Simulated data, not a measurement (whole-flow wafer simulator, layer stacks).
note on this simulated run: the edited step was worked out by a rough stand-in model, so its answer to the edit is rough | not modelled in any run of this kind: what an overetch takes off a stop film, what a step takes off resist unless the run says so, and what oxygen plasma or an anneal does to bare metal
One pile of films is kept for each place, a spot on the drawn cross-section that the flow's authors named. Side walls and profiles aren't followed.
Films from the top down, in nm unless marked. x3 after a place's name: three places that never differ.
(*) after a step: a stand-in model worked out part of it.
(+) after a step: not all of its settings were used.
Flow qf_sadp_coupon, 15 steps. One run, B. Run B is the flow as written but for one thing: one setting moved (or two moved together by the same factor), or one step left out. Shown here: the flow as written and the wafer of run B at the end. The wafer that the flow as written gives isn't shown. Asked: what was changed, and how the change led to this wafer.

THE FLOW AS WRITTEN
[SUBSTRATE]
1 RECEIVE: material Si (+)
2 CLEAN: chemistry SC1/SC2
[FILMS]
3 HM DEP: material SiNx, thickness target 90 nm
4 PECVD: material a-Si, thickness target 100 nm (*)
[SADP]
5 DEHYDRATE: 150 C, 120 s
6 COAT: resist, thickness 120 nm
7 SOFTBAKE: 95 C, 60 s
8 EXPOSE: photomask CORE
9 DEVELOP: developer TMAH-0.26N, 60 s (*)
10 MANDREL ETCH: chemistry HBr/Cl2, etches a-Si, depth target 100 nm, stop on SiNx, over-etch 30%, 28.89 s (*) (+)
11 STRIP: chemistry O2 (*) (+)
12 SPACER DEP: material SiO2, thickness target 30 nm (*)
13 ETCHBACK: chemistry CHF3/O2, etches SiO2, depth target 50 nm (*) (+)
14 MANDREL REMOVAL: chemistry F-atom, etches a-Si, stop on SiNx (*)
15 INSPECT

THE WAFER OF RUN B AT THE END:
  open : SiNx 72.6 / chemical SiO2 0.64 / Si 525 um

The cause: step 13, ETCHBACK: depth target 43.8 nm was run, where the flow has depth target 50 nm.

How the change led to this, step by step:
  13 ETCHBACK: chemistry CHF3/O2, etches SiO2, depth target 50 nm (*) (+)
      m: SiO2 -30 (all of it), chemical SiO2 -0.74 (all of it), a-Si -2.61 (as written it would be: SiO2 -30 (all of it), chemical SiO2 -0.74 (all of it), a-Si -3.85)
      open: SiO2 -30 (all of it), SiNx -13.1 (as written it would be: SiO2 -30 (all of it), SiNx -19)
